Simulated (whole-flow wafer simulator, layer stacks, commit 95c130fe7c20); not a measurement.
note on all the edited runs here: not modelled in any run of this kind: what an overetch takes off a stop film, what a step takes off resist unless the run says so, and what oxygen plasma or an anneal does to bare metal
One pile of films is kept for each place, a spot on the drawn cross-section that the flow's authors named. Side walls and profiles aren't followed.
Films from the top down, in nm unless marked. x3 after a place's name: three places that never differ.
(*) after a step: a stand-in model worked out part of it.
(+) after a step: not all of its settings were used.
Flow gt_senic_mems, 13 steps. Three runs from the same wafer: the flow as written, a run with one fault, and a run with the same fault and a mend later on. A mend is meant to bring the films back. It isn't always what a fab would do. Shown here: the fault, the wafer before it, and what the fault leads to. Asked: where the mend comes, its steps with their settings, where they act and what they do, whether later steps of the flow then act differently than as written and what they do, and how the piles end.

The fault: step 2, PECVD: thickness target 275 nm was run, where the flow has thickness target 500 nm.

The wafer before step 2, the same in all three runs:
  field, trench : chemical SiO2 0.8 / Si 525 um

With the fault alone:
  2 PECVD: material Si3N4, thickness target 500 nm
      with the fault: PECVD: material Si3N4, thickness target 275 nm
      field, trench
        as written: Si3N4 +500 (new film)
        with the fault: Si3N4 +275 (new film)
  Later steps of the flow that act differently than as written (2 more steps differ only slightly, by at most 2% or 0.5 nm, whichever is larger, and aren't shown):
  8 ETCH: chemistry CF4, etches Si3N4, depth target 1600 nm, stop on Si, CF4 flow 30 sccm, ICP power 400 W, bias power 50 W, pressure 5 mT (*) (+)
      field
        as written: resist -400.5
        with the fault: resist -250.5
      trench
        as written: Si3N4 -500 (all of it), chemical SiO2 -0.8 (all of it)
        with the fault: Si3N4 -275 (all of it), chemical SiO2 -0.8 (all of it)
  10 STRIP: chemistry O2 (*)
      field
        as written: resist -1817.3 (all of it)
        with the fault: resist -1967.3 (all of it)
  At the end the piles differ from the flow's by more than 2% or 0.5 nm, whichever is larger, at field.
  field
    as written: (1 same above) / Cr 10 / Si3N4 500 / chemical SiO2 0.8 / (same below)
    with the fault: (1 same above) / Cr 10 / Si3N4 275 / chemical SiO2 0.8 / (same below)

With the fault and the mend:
  The mend comes after step 2.
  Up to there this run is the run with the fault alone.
  2a PECVD: material Si3N4, thickness target 225 nm (the flow's step 2 once more, with other settings)
      field, trench
        Si3N4 +225
  No later step of the flow acts differently than as written at any place that is followed.
  At the end the piles are the same as the flow's at every place that both follow.
